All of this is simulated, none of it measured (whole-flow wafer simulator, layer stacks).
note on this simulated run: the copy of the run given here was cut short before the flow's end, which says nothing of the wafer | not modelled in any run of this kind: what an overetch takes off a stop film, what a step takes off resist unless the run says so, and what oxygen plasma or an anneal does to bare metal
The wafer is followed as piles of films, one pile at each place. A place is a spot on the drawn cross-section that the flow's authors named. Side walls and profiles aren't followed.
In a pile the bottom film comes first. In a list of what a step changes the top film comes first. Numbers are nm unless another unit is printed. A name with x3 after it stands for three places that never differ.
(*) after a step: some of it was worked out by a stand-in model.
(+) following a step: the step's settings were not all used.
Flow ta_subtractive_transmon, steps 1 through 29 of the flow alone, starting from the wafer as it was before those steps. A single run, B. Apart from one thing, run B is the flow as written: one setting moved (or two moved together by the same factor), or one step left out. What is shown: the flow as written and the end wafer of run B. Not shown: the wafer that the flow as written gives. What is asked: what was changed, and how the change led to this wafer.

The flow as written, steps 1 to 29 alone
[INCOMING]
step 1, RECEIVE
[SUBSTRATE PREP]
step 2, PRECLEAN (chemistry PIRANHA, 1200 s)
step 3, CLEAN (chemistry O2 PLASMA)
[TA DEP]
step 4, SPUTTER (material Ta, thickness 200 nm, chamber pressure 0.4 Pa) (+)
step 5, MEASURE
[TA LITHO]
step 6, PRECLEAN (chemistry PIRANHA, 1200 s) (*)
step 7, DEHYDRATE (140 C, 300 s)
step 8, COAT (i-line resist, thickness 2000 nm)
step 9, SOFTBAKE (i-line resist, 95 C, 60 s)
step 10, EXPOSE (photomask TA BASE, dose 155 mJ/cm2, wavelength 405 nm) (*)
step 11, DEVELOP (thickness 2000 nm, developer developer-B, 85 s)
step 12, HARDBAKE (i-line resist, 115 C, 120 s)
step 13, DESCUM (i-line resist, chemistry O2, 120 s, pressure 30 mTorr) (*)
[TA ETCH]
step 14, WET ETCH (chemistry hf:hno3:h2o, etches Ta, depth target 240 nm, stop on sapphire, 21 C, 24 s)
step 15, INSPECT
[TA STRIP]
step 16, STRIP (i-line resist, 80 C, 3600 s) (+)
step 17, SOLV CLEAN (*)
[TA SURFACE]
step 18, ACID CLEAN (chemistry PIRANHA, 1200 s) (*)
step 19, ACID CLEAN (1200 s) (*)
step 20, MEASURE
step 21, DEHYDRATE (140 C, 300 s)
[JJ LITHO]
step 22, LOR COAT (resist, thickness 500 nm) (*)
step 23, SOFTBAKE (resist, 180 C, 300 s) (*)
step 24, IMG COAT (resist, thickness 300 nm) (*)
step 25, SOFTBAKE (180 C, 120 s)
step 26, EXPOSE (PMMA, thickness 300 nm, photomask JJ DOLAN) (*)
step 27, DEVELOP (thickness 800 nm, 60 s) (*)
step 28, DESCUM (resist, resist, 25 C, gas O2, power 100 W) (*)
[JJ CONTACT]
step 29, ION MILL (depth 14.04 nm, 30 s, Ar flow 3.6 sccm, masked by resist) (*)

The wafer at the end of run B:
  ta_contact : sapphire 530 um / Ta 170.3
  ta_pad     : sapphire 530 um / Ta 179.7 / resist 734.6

The reason: step 4, SPUTTER: thickness 180 nm was run, whereas the flow has thickness 200 nm.

How this came from the change, step by step:
  step 4, SPUTTER (material Ta, thickness 200 nm, chamber pressure 0.4 Pa) (+)
      field x2, jj_line, lead, ta_contact, ta_pad: +180 Ta (new film) (it would be, as written: +200 Ta (new film))
  step 14, WET ETCH (chemistry hf:hno3:h2o, etches Ta, depth target 240 nm, stop on sapphire, 21 C, 24 s)
      field x2, jj_line, lead: -180 Ta (all of it) (it would be, as written: -200 Ta (all of it))
